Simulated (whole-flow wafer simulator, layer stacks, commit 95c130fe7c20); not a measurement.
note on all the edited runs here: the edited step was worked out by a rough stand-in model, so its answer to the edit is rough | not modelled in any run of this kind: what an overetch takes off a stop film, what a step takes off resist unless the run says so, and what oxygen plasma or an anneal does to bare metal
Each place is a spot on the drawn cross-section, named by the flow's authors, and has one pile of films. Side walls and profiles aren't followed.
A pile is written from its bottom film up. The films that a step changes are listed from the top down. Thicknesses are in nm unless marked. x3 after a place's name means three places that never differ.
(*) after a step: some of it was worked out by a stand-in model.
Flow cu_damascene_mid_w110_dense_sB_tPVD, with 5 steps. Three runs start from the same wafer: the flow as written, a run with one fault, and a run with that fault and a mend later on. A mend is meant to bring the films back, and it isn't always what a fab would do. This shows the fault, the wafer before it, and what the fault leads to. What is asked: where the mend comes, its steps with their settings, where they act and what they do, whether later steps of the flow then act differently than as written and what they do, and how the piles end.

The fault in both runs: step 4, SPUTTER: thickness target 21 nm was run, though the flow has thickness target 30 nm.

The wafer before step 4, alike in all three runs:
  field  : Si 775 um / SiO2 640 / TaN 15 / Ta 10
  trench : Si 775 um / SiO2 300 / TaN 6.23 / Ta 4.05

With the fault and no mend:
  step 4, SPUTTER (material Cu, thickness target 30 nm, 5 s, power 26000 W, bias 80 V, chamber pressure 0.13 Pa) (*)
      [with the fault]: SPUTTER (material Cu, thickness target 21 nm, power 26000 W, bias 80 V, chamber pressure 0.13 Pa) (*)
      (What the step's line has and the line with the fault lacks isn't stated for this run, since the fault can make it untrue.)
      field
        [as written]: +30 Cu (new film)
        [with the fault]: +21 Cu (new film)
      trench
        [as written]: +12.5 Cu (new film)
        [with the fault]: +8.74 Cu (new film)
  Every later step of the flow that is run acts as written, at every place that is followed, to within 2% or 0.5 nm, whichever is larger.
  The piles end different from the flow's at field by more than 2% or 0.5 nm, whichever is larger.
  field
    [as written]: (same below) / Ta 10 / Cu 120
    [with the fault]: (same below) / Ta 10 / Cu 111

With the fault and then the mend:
  The mend stands after step 4.
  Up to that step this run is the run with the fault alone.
  step 4a, SPUTTER (material Cu, thickness target 9 nm, power 26000 W, bias 80 V, chamber pressure 0.13 Pa) (*) (a further turn of the flow's step 4, with different settings)
      field
        +9 Cu
      trench
        +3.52 Cu
  Every later step of the flow that is run acts as written, at every place that is followed, to within 2% or 0.5 nm, whichever is larger.
  The piles end the same as the flow's at every place that both follow.
